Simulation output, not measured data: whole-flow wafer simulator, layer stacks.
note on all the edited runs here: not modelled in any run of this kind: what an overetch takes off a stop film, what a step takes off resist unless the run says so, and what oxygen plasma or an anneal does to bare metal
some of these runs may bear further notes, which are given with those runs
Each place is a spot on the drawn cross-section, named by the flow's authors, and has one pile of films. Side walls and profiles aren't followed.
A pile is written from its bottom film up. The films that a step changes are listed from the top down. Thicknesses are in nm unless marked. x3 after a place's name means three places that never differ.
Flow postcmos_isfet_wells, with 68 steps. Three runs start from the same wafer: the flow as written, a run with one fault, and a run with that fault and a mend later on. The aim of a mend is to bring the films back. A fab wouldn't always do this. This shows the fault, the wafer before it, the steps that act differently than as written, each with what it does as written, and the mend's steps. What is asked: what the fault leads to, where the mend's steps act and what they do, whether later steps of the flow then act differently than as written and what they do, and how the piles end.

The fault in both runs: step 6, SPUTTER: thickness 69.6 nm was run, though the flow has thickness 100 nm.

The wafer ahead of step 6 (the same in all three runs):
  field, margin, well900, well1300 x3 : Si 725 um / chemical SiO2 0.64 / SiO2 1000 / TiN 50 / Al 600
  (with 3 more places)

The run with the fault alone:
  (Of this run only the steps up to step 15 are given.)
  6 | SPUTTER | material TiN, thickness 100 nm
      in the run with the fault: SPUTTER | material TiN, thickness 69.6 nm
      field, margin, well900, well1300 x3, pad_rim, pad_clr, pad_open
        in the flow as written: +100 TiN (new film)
        in the run with the fault: +69.6 TiN (new film)
  None of the later steps of the flow up to step 15 acts differently than as written at any place that is followed.
  Once step 15 is done, the piles at field, margin, well900, well1300 x3, pad_rim, pad_clr, pad_open depart from the flow's by more than 2% or 0.5 nm, whichever is larger.
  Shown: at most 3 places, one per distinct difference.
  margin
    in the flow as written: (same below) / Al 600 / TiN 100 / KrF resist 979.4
    in the run with the fault: (same below) / Al 600 / TiN 69.6 / KrF resist 979.4
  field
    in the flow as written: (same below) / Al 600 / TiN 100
    in the run with the fault: (same below) / Al 600 / TiN 69.6

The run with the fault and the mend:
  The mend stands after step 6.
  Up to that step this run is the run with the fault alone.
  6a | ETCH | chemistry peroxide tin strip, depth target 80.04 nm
      field, margin, well900, well1300 x3, pad_rim, pad_clr, pad_open
        -69.6 TiN (all of it)
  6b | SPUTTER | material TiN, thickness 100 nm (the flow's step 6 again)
      field, margin, well900, well1300 x3, pad_rim, pad_clr, pad_open
        +100 TiN (new film)
  None of the later steps of the flow acts differently than as written at any place that is followed.
  At every place that both follow, the piles at the end match the flow's.
